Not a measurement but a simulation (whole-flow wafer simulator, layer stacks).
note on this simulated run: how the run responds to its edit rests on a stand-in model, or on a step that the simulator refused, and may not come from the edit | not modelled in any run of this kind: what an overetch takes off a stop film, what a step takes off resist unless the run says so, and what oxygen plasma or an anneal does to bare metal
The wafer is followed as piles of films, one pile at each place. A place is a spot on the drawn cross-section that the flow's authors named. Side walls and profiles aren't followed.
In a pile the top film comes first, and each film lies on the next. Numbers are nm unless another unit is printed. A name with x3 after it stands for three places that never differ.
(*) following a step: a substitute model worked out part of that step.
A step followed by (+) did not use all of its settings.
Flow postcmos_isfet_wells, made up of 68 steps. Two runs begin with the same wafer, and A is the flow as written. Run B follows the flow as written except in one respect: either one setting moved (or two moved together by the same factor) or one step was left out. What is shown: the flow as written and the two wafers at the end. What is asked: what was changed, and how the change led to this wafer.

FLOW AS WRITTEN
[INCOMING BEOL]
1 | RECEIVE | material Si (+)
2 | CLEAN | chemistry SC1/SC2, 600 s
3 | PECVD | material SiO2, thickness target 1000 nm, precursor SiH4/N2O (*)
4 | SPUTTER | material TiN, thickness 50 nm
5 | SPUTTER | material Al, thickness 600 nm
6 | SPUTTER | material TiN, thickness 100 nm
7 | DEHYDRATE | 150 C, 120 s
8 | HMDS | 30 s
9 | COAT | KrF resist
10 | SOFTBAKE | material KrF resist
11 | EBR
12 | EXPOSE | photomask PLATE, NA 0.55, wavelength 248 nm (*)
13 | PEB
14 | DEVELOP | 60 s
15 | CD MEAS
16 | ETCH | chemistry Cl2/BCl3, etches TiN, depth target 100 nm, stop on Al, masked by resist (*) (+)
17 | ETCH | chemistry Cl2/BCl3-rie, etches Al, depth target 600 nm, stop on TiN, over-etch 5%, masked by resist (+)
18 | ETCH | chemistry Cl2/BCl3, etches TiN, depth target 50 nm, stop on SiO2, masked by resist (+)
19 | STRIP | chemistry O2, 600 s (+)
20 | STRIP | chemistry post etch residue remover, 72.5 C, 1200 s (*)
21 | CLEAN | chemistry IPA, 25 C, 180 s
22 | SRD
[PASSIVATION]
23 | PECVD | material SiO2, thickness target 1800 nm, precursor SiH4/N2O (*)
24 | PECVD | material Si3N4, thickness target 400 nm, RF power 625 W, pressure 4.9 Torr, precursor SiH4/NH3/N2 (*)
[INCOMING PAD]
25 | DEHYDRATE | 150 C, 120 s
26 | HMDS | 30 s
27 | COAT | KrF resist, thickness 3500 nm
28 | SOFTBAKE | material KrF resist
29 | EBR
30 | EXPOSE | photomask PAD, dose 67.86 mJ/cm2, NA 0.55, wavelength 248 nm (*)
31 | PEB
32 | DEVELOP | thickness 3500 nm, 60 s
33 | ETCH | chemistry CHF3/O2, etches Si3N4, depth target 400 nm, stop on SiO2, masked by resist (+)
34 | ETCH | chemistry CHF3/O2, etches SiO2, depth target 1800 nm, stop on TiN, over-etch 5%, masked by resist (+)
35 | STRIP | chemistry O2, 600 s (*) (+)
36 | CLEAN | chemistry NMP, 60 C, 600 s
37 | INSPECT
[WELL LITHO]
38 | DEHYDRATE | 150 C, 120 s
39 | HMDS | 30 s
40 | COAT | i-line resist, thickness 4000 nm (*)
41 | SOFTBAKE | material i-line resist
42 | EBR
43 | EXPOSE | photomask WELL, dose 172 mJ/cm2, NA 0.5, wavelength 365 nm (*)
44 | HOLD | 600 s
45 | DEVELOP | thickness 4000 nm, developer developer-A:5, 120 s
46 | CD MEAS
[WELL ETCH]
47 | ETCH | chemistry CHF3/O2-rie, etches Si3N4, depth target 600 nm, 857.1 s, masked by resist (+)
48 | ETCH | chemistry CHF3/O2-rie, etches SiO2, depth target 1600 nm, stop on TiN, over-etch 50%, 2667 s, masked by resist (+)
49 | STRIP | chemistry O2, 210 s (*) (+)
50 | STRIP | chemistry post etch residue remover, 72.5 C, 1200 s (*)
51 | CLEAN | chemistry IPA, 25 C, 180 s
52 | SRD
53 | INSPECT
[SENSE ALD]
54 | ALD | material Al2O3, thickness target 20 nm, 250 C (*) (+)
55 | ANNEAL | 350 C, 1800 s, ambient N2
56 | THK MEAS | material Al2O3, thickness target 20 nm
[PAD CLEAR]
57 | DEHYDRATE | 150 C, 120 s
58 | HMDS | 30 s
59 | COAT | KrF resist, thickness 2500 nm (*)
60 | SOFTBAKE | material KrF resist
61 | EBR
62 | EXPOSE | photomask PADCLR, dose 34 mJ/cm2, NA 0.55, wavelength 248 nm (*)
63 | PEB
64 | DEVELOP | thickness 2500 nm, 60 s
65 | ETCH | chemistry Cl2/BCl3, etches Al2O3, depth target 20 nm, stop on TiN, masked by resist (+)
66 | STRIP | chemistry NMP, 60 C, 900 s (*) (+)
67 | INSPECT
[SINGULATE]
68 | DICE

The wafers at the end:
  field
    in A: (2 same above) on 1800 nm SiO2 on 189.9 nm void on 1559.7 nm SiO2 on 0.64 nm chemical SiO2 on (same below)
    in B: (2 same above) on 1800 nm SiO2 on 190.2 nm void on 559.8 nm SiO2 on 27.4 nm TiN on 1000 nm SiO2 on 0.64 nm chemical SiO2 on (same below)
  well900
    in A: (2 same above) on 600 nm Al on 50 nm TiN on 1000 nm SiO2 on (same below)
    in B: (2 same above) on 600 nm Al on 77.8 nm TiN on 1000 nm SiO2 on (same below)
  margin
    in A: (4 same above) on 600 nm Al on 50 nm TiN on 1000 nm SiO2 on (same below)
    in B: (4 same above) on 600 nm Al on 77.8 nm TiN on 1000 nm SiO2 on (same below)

What caused this: step 4, SPUTTER: thickness 77.8 nm was run, while the flow as written has thickness 50 nm.
One can read it off the wafer: well900 has TiN 77.8, and step 4 as written asks for 50 nm.

The path from the change to this, step by step:
  4 | SPUTTER | material TiN, thickness 50 nm
      field, margin, well900, well1300 x3, pad_rim, pad_clr, pad_open: A +50 TiN (new film) | B +77.8 TiN (new film)
  18 | ETCH | chemistry Cl2/BCl3, etches TiN, depth target 50 nm, stop on SiO2, masked by resist (+)
      field: A -50 TiN (all of it) | B -50 TiN
  23 | PECVD | material SiO2, thickness target 1800 nm, precursor SiH4/N2O (*)
      field: A +1800 SiO2 (new film), +189.9 void (new film), +559.7 SiO2 | B +1800 SiO2 (new film), +190.2 void (new film), +559.8 SiO2 (new film)
With metal films that touch counted as one body, field has 1 body; the flow as written gives 0 bodies.
